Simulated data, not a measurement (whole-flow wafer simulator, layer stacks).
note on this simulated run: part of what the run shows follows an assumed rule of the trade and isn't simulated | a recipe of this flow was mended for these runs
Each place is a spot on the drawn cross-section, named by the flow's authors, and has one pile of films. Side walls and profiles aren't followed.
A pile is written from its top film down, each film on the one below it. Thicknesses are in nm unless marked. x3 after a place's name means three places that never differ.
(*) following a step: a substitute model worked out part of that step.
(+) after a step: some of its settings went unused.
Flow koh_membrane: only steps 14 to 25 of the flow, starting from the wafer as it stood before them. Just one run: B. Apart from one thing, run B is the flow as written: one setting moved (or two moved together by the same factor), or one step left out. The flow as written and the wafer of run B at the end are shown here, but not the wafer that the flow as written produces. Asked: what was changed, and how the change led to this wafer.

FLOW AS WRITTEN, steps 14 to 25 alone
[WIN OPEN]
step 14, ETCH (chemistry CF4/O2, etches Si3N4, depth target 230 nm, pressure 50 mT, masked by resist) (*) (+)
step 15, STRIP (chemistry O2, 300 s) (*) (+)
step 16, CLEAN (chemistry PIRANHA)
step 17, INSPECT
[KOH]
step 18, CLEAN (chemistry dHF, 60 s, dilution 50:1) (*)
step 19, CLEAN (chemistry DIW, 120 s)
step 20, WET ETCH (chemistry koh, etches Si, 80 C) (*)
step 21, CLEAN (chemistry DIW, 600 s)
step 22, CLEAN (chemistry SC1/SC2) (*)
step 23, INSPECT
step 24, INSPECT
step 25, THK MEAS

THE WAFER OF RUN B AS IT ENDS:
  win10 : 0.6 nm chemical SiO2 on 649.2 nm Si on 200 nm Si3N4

The reason: step 14, ETCH: depth target 212 nm was run, though the flow has depth target 230 nm.

The path from the change to this, step by step:
  step 14, ETCH (chemistry CF4/O2, etches Si3N4, depth target 230 nm, pressure 50 mT, masked by resist) (*) (+)
      win20 x4, win10: -200 Si3N4 (all of it), -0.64 chemical SiO2 (all of it), -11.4 Si (as written it would have been: -200 Si3N4 (all of it), -0.64 chemical SiO2 (all of it), -29.4 Si)
      field: -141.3 i-line-resist (as written it would have been: -153.3 i-line-resist)
